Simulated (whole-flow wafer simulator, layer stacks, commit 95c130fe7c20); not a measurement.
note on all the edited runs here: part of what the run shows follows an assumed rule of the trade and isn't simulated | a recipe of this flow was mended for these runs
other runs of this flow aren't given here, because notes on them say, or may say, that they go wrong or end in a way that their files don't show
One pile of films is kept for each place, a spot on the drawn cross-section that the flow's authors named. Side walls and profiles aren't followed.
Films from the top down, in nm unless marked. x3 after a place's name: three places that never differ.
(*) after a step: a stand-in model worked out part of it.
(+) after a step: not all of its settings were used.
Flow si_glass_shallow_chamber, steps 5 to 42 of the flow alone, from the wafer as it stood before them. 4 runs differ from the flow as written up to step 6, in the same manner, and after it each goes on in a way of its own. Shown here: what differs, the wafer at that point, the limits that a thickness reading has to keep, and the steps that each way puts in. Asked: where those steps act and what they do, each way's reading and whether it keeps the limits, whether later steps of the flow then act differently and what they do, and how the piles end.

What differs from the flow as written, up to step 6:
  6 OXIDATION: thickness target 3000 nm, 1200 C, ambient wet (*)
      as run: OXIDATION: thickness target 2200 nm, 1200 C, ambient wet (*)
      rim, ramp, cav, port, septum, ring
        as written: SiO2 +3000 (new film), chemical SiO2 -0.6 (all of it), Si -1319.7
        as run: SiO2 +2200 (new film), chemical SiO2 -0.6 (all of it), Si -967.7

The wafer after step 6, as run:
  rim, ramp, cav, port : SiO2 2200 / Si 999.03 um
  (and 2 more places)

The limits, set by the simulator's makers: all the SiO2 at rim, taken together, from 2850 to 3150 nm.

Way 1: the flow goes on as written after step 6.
  The reading after step 6: 2200 nm, outside the limits.
  Later steps of the flow that act differently than as written:
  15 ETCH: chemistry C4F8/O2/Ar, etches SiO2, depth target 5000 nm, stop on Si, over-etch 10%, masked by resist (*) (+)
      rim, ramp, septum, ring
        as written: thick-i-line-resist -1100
        this way: thick-i-line-resist -924
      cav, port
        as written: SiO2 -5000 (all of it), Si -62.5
        this way: SiO2 -4200 (all of it), Si -162.5
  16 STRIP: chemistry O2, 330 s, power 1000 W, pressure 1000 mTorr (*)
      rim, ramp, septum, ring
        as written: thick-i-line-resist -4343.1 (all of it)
        this way: thick-i-line-resist -4519.1 (all of it)
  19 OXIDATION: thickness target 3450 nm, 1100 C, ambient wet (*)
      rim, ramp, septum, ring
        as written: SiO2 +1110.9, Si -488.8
        this way: SiO2 +1273.1, Si -560.2
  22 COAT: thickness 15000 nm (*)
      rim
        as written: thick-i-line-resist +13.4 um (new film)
        this way: thick-i-line-resist +13.65 um (new film)
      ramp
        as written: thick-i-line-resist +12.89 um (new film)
        this way: thick-i-line-resist +13.22 um (new film)
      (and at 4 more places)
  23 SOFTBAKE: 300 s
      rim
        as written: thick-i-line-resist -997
        this way: thick-i-line-resist -826.6
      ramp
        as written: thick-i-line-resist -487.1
        this way: thick-i-line-resist -398.2
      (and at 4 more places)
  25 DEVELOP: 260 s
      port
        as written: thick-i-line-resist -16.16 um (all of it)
        this way: thick-i-line-resist -15.97 um (all of it)
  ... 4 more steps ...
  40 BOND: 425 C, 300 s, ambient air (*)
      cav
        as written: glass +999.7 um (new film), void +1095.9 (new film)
        this way: glass +999.7 um (new film), void +1124.6 (new film)
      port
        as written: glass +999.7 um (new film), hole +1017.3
        this way: glass +999.7 um (new film), hole +1045.9
  At the end the piles differ from the flow's by more than 2% or 0.5 nm, whichever is larger, at cav.
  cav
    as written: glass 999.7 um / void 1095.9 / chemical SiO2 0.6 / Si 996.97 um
    this way: glass 999.7 um / void 1124.6 / chemical SiO2 0.6 / Si 997.22 um

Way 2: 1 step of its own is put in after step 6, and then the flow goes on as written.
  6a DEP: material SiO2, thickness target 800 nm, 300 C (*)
      rim, ramp, cav, port, septum, ring
        SiO2 +800
  The reading after step 6a: 3000 nm, within the limits.
  Later steps of the flow that act differently than as written (1 more step differs only slightly, by at most 2% or 0.5 nm, whichever is larger, and isn't shown):
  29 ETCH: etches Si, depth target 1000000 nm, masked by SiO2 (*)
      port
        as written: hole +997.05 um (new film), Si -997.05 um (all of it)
        this way: hole +997.4 um (new film), Si -997.4 um (all of it)
  At the end the piles differ from the flow's only slightly at the places that both follow, by at most 2% or 0.5 nm, whichever is larger.

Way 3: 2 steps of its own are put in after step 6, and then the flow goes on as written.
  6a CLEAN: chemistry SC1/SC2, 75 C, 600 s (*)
      rim, ramp, cav, port, septum, ring
        SiO2 -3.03
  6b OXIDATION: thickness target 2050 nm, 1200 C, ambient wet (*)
      rim, ramp, cav, port, septum, ring
        SiO2 +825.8, Si -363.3
  The reading after step 6b: 3022.7 nm, within the limits.
  Later steps of the flow that act differently than as written (6 more steps differ only slightly, by at most 2% or 0.5 nm, whichever is larger, and aren't shown):
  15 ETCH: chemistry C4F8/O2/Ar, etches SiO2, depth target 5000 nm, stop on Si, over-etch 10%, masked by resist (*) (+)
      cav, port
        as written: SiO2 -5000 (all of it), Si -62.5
        this way: SiO2 -5022.7 (all of it), Si -59.7
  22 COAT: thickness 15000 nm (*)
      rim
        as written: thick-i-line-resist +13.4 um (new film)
        this way: thick-i-line-resist +13.39 um (new film)
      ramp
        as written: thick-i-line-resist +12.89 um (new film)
        this way: thick-i-line-resist +12.88 um (new film)
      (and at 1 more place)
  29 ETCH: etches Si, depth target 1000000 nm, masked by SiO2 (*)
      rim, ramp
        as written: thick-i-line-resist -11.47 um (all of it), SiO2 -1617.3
        this way: thick-i-line-resist -11.46 um (all of it), SiO2 -1623.7
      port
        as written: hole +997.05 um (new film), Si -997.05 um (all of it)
        this way: hole +997.04 um (new film), Si -997.04 um (all of it)
  At the end the piles differ from the flow's only slightly at the places that both follow, by at most 2% or 0.5 nm, whichever is larger.

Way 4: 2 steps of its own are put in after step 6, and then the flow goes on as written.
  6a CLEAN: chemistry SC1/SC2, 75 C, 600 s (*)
      rim, ramp, cav, port, septum, ring
        SiO2 -3.03
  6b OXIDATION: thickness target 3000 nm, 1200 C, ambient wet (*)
      rim, ramp, cav, port, septum, ring
        SiO2 +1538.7, Si -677
  The reading after step 6b: 3735.7 nm, outside the limits.
  Later steps of the flow that act differently than as written:
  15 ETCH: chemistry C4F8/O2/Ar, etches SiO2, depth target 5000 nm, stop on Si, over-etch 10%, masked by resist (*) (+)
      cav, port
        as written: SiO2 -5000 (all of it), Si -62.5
        this way: SiO2 -5500
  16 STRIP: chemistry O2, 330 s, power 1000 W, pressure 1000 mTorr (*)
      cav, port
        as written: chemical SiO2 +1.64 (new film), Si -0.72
        this way: nothing
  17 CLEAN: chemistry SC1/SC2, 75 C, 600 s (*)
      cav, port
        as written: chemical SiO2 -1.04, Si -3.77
        this way: SiO2 -3.03
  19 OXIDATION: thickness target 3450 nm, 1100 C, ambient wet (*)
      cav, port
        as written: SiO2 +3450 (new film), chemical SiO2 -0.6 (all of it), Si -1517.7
        this way: SiO2 +3231, Si -1421.6
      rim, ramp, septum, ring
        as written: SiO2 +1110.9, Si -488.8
        this way: SiO2 +991.9, Si -436.5
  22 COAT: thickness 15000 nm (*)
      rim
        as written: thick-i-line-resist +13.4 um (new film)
        this way: thick-i-line-resist +13.2 um (new film)
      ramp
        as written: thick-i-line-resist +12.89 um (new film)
        this way: thick-i-line-resist +12.63 um (new film)
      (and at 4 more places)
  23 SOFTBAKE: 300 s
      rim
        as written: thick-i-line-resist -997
        this way: thick-i-line-resist -1136.6
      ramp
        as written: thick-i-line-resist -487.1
        this way: thick-i-line-resist -561.7
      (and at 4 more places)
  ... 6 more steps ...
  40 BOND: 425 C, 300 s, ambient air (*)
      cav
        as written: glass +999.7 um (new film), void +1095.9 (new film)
        this way: glass +999.7 um (new film), void +985.2 (new film)
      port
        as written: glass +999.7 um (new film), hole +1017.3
        this way: glass +999.7 um (new film), hole +904.8
  At the end the piles differ from the flow's by more than 2% or 0.5 nm, whichever is larger, at cav.
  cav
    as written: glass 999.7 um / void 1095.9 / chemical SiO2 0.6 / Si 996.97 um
    this way: glass 999.7 um / void 985.2 / chemical SiO2 0.6 / Si 996.81 um

Within the limits: way 2, way 3. Outside them: way 1, way 4.
